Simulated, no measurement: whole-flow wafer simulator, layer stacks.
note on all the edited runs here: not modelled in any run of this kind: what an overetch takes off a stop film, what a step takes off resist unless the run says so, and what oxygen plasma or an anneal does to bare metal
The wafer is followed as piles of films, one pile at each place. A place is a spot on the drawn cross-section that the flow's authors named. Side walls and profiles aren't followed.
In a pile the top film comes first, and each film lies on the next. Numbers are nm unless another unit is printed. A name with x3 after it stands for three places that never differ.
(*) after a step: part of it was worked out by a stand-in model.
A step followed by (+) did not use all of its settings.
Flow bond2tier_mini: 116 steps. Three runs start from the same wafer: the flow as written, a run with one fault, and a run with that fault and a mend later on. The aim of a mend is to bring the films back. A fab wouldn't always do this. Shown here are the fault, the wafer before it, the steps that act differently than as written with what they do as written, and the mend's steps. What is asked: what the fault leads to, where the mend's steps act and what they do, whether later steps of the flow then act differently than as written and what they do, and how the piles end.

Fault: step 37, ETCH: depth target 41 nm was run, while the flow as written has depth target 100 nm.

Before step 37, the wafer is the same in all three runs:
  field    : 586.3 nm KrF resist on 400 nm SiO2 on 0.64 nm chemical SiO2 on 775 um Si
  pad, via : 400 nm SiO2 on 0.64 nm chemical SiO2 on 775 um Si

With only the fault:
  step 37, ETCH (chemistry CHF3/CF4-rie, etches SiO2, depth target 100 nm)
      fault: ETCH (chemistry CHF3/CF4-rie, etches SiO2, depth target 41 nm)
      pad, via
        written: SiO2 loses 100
        fault: SiO2 loses 41
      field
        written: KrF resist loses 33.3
        fault: KrF resist loses 13.7
  Steps later in the flow that act otherwise than as written:
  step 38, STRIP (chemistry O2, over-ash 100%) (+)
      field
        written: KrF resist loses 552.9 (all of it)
        fault: KrF resist loses 572.6 (all of it)
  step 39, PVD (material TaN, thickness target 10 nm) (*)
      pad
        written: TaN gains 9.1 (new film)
        fault: TaN gains 9.63 (new film)
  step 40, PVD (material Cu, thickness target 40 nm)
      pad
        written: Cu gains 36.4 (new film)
        fault: Cu gains 38.5 (new film)
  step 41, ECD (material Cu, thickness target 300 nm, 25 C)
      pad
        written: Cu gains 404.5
        fault: Cu gains 342.9
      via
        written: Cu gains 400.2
        fault: Cu gains 341
  The piles end different from the flow's at pad by more than 2% or 0.5 nm, whichever is larger.
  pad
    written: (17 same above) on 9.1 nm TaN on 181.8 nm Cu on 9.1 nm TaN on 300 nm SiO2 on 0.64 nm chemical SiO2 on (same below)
    fault: (17 same above) on 9.1 nm TaN on 122.3 nm Cu on 9.63 nm TaN on 359 nm SiO2 on 0.64 nm chemical SiO2 on (same below)

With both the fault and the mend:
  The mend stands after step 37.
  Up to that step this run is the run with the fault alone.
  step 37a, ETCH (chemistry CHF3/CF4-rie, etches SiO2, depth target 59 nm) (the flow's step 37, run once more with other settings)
      pad, via
        SiO2 loses 59
      field
        KrF resist loses 19.7
  None of the later steps of the flow acts differently than as written at any place that is followed.
  The piles end the same as the flow's at every place that both follow.
